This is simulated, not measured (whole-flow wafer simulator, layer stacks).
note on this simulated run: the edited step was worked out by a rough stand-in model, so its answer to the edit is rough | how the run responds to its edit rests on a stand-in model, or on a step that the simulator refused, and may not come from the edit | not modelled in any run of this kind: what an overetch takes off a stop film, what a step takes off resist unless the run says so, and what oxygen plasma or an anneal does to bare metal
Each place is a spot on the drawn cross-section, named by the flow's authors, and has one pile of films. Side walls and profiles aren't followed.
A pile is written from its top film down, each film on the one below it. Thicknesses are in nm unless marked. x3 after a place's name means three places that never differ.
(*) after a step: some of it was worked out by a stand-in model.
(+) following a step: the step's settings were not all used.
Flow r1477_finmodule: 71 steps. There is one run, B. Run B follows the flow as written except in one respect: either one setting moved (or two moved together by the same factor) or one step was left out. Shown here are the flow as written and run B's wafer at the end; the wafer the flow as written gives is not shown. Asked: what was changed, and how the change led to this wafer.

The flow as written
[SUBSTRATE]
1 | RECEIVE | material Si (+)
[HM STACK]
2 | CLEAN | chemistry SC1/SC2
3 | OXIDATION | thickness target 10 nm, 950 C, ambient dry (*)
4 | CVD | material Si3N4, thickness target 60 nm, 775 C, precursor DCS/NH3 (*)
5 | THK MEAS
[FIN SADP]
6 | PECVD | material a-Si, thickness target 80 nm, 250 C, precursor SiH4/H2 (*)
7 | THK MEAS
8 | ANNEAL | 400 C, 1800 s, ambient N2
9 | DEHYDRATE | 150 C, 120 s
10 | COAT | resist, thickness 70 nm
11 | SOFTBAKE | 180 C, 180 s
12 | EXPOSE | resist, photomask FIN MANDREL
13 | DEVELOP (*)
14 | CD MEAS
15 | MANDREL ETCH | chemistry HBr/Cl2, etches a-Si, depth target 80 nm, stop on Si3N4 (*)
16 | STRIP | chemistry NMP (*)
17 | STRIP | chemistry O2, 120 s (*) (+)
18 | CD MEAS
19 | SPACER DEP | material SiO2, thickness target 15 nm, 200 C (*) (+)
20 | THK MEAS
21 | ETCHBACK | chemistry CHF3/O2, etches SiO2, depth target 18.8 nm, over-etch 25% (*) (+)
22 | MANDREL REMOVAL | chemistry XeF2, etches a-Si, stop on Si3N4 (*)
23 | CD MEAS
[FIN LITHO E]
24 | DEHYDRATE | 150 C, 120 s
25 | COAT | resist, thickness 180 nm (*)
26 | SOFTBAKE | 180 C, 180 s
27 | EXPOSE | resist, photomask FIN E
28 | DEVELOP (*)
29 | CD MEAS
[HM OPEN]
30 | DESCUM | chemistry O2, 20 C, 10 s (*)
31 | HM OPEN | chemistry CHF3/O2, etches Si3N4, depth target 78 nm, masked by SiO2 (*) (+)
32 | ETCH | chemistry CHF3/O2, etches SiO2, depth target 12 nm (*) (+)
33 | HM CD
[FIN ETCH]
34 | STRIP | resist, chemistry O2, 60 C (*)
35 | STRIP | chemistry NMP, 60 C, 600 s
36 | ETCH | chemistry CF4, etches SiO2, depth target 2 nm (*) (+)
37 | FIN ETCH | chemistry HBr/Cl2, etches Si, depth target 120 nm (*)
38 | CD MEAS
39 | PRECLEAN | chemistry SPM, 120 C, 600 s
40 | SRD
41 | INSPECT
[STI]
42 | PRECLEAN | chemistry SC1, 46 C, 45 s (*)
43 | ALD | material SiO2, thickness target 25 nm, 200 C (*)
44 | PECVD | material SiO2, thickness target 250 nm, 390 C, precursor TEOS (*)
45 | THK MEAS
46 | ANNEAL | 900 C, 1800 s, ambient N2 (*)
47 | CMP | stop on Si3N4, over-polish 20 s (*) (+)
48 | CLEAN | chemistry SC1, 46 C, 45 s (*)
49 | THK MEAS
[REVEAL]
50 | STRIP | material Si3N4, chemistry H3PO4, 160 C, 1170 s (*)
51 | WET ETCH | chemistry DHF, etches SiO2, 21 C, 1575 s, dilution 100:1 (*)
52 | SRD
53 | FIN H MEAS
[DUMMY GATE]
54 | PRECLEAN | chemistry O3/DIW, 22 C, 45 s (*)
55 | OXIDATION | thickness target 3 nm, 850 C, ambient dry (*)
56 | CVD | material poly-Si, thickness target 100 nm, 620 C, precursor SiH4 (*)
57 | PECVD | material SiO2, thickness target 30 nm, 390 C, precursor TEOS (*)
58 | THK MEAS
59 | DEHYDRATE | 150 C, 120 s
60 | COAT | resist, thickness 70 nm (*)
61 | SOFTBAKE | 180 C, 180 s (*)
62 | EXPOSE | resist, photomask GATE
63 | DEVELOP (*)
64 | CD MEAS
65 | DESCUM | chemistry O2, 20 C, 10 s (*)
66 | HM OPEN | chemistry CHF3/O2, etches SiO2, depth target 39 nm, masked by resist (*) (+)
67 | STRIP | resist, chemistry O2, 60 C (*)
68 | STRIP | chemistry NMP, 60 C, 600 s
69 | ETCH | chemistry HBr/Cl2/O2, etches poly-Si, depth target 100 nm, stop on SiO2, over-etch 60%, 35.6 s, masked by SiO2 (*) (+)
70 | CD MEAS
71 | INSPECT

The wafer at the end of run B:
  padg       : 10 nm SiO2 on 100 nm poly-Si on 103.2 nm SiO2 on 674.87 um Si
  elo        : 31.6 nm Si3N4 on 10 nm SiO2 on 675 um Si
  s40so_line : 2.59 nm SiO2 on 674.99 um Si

The reason: step 57, PECVD: thickness target 15.3 nm was run, while the flow as written has thickness target 30 nm.

The path from the change to this, step by step:
  57 | PECVD | material SiO2, thickness target 30 nm, 390 C, precursor TEOS (*)
      pad, padg, elg and 33 more: SiO2 gains 15.3 (new film) (as written it would have been: SiO2 gains 30 (new film))
  66 | HM OPEN | chemistry CHF3/O2, etches SiO2, depth target 39 nm, masked by resist (*) (+)
      pad, elo, eso and 15 more: SiO2 loses 15.3 (all of it), poly-Si loses 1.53 (as written it would have been: SiO2 loses 30 (all of it), poly-Si loses 1.8)
      padg, elg, esg and 15 more: resist loses 22 (as written it would have been: resist loses 37.4)
  67 | STRIP | resist, chemistry O2, 60 C (*)
      padg, elg, esg: resist loses 31.3 (all of it) (as written it would have been: resist loses 15.9 (all of it))
      e40lg, e100lg: resist loses 28.1 (all of it) (as written it would have been: resist loses 12.8 (all of it))
      (and at 13 other places as well)
